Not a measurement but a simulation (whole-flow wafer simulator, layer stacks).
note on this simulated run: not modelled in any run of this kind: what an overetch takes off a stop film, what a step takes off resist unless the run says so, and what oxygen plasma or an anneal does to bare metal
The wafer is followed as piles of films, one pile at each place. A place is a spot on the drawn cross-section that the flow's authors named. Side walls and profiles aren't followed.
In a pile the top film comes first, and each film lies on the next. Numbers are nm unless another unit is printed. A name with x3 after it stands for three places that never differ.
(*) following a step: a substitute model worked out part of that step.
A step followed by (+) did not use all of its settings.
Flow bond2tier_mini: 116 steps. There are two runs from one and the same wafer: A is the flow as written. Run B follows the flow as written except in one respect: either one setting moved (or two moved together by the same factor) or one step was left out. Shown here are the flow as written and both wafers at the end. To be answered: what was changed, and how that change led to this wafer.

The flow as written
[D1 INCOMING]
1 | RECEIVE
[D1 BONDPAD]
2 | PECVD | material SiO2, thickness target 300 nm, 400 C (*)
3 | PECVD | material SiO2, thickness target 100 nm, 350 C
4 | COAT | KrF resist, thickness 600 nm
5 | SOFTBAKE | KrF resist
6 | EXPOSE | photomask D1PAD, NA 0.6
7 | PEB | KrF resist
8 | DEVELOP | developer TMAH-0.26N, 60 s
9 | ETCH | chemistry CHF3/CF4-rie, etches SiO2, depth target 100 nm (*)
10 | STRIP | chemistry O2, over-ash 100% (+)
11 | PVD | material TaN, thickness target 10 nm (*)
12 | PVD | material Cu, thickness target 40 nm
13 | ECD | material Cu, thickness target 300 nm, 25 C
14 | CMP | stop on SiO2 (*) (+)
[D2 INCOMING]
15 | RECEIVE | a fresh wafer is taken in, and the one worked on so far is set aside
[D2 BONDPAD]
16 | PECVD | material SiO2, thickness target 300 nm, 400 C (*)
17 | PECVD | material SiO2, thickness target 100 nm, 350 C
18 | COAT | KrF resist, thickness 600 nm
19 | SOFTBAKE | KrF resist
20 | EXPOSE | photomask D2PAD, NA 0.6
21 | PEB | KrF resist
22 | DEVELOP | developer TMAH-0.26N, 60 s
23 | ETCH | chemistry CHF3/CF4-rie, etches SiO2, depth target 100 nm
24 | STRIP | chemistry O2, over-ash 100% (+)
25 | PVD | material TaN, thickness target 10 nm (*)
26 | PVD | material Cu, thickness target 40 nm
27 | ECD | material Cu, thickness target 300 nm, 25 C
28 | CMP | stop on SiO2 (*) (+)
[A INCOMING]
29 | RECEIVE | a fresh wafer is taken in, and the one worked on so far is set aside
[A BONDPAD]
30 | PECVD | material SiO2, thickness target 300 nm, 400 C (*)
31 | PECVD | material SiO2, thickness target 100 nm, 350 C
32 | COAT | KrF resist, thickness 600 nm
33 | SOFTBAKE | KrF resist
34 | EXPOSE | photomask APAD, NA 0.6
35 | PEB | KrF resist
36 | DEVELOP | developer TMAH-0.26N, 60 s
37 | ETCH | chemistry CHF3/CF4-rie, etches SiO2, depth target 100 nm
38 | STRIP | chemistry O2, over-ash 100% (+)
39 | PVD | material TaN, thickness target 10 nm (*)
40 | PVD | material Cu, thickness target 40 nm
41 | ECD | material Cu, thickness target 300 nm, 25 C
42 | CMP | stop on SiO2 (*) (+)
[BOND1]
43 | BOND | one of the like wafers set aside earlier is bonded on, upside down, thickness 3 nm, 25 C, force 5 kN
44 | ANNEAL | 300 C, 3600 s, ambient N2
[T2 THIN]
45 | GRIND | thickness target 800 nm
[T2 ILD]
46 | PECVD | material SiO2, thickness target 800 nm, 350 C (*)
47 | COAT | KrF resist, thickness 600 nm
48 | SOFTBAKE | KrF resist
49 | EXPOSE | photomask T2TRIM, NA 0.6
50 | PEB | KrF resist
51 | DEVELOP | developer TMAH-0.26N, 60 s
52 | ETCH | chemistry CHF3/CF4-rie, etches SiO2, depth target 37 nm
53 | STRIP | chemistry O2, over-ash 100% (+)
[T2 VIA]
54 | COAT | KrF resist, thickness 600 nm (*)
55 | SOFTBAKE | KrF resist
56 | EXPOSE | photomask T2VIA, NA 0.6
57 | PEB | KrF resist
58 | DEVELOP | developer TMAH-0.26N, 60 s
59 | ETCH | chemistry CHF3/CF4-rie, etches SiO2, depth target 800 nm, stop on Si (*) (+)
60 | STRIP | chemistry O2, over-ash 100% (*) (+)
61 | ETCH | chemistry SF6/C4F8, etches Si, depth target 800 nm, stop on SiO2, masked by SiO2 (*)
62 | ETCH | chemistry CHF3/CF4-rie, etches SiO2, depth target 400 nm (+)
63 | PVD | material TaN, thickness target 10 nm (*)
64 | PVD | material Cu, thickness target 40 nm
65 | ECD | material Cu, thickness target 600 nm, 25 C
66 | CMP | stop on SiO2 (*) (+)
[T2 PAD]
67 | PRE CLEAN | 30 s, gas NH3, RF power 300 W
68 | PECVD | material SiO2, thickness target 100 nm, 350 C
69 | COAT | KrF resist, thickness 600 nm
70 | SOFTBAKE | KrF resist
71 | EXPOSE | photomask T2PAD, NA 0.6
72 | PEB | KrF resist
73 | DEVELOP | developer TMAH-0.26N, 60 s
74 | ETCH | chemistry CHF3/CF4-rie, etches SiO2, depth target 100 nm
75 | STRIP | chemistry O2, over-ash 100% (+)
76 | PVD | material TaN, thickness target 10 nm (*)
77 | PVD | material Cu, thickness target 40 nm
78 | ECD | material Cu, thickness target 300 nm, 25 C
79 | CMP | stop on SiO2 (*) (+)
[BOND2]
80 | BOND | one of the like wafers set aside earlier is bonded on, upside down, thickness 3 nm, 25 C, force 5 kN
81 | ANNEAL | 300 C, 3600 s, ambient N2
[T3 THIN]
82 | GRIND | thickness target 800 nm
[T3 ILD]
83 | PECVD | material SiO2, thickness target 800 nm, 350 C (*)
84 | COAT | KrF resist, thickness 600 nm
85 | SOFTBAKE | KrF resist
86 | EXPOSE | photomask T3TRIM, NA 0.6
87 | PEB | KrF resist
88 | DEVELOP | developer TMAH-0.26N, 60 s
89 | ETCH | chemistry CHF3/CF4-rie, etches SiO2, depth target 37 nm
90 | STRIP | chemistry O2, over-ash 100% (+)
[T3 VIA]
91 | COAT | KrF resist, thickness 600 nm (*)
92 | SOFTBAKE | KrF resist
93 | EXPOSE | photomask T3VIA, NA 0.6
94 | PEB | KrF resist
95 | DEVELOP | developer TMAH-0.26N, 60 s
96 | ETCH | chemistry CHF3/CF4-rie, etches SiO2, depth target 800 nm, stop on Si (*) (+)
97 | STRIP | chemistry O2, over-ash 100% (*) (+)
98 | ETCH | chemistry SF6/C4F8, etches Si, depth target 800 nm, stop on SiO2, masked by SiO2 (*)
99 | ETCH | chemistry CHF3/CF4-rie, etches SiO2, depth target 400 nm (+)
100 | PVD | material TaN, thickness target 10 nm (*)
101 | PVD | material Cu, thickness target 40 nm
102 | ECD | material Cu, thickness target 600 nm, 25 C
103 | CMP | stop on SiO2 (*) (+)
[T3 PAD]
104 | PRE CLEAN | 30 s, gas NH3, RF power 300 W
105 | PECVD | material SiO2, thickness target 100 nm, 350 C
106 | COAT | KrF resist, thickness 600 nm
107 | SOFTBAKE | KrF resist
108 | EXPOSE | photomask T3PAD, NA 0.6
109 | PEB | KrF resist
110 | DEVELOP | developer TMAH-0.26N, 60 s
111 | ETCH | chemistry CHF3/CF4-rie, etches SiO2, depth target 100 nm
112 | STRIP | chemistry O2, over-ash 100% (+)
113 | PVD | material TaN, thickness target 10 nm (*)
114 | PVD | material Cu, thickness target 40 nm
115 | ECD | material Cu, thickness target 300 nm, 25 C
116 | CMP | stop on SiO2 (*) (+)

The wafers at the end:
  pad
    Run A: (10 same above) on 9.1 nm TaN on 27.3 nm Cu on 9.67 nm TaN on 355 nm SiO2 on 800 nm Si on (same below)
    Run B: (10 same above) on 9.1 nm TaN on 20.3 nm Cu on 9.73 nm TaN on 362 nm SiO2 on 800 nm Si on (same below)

The reason: step 52, ETCH: depth target 30 nm was run, whereas the flow has depth target 37 nm.

How this came from the change, step by step:
  52 | ETCH | chemistry CHF3/CF4-rie, etches SiO2, depth target 37 nm
      pad, via: A -37 SiO2 | B -30 SiO2
      field: A -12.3 KrF resist | B -10 KrF resist
